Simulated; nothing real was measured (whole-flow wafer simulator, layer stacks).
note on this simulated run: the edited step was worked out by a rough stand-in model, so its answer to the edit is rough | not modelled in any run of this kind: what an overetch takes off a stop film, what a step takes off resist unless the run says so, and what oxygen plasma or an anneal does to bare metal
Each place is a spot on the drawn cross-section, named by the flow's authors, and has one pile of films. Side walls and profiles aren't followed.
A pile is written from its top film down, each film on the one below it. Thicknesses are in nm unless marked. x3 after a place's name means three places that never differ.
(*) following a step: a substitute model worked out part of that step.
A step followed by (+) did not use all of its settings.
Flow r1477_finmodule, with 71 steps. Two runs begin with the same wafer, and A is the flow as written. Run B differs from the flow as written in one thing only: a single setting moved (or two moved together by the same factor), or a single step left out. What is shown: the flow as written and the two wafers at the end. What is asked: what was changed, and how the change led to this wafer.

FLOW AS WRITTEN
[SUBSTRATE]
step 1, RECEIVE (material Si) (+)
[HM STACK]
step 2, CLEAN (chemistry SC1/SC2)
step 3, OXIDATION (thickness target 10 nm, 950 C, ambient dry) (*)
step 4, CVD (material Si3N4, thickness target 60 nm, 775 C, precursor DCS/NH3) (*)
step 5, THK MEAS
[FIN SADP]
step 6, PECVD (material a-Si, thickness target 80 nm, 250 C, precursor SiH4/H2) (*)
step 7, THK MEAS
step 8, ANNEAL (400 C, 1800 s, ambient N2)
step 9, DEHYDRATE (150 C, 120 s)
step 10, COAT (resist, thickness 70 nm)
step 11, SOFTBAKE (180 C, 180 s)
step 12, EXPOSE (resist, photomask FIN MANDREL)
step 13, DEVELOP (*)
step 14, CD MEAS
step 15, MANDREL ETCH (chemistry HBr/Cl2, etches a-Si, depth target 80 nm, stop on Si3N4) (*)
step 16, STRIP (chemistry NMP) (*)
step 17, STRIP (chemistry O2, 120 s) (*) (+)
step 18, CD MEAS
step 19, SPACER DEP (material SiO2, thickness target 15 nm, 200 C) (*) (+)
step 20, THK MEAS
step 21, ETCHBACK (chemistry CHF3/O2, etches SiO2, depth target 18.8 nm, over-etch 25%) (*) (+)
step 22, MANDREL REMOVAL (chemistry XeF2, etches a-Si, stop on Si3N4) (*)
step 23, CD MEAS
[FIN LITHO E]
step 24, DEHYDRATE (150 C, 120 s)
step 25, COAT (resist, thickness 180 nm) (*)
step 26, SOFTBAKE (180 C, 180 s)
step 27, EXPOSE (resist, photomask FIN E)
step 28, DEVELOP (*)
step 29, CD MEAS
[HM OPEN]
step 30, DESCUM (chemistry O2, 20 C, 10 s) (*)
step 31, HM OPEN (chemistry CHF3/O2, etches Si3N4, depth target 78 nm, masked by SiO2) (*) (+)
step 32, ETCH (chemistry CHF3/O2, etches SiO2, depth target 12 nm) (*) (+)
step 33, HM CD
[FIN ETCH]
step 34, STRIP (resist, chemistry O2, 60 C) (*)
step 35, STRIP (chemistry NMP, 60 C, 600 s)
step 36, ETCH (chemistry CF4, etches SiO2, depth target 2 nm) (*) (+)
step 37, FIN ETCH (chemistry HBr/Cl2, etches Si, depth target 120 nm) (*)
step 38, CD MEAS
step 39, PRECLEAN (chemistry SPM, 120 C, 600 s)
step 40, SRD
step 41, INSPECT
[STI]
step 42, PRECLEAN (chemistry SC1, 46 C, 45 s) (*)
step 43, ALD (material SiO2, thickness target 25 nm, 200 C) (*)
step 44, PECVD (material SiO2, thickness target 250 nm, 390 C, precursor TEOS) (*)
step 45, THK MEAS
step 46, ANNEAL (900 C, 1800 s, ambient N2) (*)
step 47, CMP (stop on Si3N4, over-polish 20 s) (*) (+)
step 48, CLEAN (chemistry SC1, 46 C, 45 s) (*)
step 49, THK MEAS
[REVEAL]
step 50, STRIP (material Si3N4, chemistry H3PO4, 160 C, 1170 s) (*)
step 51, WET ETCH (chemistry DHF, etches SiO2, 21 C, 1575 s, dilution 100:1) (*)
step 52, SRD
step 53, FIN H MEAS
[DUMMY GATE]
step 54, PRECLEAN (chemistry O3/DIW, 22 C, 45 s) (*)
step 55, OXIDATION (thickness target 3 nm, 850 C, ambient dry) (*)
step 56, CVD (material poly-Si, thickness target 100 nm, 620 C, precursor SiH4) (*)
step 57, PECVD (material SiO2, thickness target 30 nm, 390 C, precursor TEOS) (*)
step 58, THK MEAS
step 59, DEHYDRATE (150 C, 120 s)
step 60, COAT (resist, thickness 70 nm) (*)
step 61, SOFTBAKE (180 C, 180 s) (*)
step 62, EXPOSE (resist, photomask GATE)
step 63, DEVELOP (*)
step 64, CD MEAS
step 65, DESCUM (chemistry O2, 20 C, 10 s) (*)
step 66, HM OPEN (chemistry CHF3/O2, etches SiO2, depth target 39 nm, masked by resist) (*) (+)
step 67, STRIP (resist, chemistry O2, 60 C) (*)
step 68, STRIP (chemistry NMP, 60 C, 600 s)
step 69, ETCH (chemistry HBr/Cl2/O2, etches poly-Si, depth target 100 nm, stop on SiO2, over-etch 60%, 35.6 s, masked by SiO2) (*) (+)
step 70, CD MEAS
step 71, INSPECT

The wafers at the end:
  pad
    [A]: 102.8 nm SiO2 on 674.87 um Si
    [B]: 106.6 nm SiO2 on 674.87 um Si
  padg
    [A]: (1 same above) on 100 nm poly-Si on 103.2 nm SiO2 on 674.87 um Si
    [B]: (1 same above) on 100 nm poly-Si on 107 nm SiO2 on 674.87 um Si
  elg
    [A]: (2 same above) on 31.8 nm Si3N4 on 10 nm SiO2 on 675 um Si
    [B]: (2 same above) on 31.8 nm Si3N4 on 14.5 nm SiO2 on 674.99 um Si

The reason: step 3, OXIDATION: thickness target 14.5 nm was run, though the flow has thickness target 10 nm.
The wafer itself shows it: elg has SiO2 14.5, and step 3 as written asks for 10 nm.

How this came from the change, step by step:
  step 3, OXIDATION (thickness target 10 nm, 950 C, ambient dry) (*)
      pad, padg, elg and 33 more: A +10 SiO2 (new film), -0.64 chemical SiO2 (all of it), -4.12 Si | B +14.5 SiO2 (new film), -0.64 chemical SiO2 (all of it), -6.1 Si
  step 31, HM OPEN (chemistry CHF3/O2, etches Si3N4, depth target 78 nm, masked by SiO2) (*) (+)
      pad, padg, esg and 13 more: A -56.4 Si3N4 (all of it), -10 SiO2 (all of it) | B -56.4 Si3N4 (all of it), -10.8 SiO2
  step 32, ETCH (chemistry CHF3/O2, etches SiO2, depth target 12 nm) (*) (+)
      pad, padg, e40sg and 11 more: A -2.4 Si | B -3.69 SiO2 (all of it), -1.66 Si
      esg, eso: A -1.77 Si | B -3.69 SiO2 (all of it), -1.66 Si
      (also at 6 further places)
  step 43, ALD (material SiO2, thickness target 25 nm, 200 C) (*)
      esg: A +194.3 SiO2 (new film) | B +198.6 SiO2 (new film)
  step 47, CMP (stop on Si3N4, over-polish 20 s) (*) (+)
      pad, padg, e40sg and 11 more: A -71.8 SiO2 | B -68 SiO2
      eso: A -72.4 SiO2 | B -68 SiO2
  step 51, WET ETCH (chemistry DHF, etches SiO2, 21 C, 1575 s, dilution 100:1) (*)
      s40sg_line, s45sg_line, s50sg_line, s40so_line, s45so_line, s50so_line: A -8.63 SiO2 (all of it) | B -13.1 SiO2 (all of it)
  step 56, CVD (material poly-Si, thickness target 100 nm, 620 C, precursor SiH4) (*)
      s40cg, s40co: A +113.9 poly-Si (new film) | B +109.4 poly-Si (new film)
      s45cg, s45co: A +113.4 poly-Si (new film) | B +108.9 poly-Si (new film)
      (also at 2 further places)
  step 60, COAT (resist, thickness 70 nm) (*)
      s40sg, s40so: A +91 resist (new film) | B +86.7 resist (new film)
      s45sg, s45so: A +91 resist (new film) | B +86.6 resist (new film)
      (also at 2 further places)
  step 63, DEVELOP (*)
      s40so: A -91 resist (all of it) | B -86.7 resist (all of it)
      s45so: A -91 resist (all of it) | B -86.6 resist (all of it)
      (also at 1 further place)
  step 67, STRIP (resist, chemistry O2, 60 C) (*)
      s40sg: A -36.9 resist (all of it) | B -32.6 resist (all of it)
      s45sg: A -36.9 resist (all of it) | B -32.5 resist (all of it)
      (also at 1 further place)
  step 69, ETCH (chemistry HBr/Cl2/O2, etches poly-Si, depth target 100 nm, stop on SiO2, over-etch 60%, 35.6 s, masked by SiO2) (*) (+)
      s40co: A -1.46 chemical SiO2 (all of it), -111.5 poly-Si (all of it), -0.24 SiO2 | B -1.46 chemical SiO2 (all of it), -107 poly-Si (all of it), -0.27 SiO2
      s45co: A -1.46 chemical SiO2 (all of it), -110.9 poly-Si (all of it), -0.25 SiO2 | B -1.46 chemical SiO2 (all of it), -106.4 poly-Si (all of it), -0.27 SiO2
      (also at 1 further place)
